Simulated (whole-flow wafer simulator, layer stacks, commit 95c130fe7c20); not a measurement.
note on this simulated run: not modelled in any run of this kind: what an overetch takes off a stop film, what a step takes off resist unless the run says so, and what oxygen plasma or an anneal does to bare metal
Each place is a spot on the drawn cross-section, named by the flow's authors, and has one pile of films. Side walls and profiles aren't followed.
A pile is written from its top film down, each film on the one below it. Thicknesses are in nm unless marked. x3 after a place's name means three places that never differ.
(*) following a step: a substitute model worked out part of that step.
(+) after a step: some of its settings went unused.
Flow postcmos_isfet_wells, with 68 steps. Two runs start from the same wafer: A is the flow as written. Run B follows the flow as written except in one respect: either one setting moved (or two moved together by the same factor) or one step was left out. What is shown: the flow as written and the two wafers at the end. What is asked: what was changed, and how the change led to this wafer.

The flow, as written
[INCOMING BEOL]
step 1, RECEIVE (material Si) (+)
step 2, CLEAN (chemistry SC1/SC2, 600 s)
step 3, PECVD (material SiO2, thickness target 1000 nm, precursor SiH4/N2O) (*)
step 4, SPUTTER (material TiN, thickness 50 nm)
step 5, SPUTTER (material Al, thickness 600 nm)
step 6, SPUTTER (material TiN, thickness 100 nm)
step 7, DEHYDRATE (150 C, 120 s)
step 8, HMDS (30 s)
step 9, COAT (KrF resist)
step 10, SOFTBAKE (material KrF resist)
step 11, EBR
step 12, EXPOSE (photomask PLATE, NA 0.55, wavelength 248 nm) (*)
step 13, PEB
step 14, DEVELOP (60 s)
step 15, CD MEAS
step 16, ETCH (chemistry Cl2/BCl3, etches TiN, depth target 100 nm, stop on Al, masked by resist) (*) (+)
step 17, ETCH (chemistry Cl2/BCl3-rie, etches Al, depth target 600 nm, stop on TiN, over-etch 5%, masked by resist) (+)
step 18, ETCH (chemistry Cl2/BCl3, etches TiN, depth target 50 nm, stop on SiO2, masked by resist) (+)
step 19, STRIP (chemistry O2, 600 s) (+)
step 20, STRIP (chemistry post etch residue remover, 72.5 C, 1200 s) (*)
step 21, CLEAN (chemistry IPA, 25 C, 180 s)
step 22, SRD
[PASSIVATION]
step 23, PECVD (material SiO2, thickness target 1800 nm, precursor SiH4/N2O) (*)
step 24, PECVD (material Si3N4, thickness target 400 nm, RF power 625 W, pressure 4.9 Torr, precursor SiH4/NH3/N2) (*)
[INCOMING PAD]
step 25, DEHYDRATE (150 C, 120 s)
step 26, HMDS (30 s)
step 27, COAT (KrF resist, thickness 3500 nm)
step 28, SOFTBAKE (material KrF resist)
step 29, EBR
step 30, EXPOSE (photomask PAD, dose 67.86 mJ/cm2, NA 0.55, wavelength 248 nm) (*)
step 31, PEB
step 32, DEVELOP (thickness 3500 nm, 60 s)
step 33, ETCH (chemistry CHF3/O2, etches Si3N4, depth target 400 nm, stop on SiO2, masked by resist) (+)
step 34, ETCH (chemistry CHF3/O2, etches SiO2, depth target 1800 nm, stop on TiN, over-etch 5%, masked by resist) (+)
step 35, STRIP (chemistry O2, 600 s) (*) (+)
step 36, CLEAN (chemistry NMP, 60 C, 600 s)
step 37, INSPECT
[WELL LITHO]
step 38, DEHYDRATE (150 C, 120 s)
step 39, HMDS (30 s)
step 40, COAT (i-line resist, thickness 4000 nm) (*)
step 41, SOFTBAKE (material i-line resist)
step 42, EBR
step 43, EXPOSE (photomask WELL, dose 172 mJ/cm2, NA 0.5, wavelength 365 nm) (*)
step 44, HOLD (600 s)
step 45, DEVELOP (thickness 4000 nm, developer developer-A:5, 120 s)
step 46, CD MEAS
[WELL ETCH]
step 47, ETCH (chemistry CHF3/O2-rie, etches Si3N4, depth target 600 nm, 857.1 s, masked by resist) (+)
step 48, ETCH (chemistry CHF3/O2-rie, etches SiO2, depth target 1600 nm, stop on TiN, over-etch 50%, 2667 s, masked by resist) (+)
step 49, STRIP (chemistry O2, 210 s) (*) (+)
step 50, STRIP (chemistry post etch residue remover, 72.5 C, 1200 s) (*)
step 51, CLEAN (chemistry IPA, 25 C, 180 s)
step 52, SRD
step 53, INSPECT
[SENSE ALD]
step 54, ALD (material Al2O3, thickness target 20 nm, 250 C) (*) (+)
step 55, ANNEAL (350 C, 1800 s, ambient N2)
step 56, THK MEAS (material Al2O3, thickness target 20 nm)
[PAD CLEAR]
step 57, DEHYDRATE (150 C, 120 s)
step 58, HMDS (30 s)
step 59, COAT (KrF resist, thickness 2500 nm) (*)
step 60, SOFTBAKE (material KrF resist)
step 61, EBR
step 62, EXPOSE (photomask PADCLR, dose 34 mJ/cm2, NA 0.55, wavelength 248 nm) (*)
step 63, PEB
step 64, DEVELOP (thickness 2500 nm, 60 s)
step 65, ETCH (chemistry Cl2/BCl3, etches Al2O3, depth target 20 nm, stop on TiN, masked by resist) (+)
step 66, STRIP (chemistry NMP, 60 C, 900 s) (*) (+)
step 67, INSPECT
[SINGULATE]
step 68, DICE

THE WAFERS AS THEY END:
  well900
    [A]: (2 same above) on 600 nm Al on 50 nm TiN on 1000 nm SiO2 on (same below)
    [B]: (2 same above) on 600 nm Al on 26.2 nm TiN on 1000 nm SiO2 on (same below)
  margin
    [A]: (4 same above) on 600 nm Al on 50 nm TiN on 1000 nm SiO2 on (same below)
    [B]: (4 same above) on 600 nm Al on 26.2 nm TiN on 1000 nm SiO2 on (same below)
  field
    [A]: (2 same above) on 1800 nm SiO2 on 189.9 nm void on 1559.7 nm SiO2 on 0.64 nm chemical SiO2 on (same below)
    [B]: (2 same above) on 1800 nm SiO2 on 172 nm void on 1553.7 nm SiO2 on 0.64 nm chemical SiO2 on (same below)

What caused this: step 4, SPUTTER: thickness 26.2 nm was run, while the flow as written has thickness 50 nm.
One can read it off the wafer: well900 has TiN 26.2, and step 4 as written asks for 50 nm.

The path from the change to this, step by step:
  step 4, SPUTTER (material TiN, thickness 50 nm)
      field, margin, well900, well1300 x3, pad_rim, pad_clr, pad_open: A +50 TiN (new film) | B +26.2 TiN (new film)
  step 18, ETCH (chemistry Cl2/BCl3, etches TiN, depth target 50 nm, stop on SiO2, masked by resist) (+)
      margin, well900, well1300 x3, pad_rim, pad_clr, pad_open: A -20 KrF resist | B -15.7 KrF resist
      field: A -50 TiN (all of it) | B -26.2 TiN (all of it)
  step 23, PECVD (material SiO2, thickness target 1800 nm, precursor SiH4/N2O) (*)
      field: A +1800 SiO2 (new film), +189.9 void (new film), +559.7 SiO2 | B +1800 SiO2 (new film), +172 void (new film), +553.7 SiO2
